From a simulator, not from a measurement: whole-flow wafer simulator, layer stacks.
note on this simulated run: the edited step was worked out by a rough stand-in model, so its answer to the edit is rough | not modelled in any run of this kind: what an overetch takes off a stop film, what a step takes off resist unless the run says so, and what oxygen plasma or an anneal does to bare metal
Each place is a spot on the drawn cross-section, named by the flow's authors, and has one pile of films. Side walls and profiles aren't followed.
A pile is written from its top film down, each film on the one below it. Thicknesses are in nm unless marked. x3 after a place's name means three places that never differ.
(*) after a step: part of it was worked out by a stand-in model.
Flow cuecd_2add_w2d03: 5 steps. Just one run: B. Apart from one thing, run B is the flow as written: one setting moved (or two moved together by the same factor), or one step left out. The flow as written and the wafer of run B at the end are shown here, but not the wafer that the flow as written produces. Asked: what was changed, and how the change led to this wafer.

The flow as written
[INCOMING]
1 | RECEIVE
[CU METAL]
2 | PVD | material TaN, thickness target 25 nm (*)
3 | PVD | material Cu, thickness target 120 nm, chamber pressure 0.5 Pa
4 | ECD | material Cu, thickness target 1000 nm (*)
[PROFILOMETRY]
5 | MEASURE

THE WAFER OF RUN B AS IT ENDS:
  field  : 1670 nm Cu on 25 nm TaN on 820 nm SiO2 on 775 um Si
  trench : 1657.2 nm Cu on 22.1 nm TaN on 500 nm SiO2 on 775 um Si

Cause: step 4, ECD: thickness target 1550 nm was run, though the flow has thickness target 1000 nm.

Step by step, how the change led to this:
  4 | ECD | material Cu, thickness target 1000 nm (*)
      field, trench: +1550 Cu (it would be, as written: +1000 Cu)
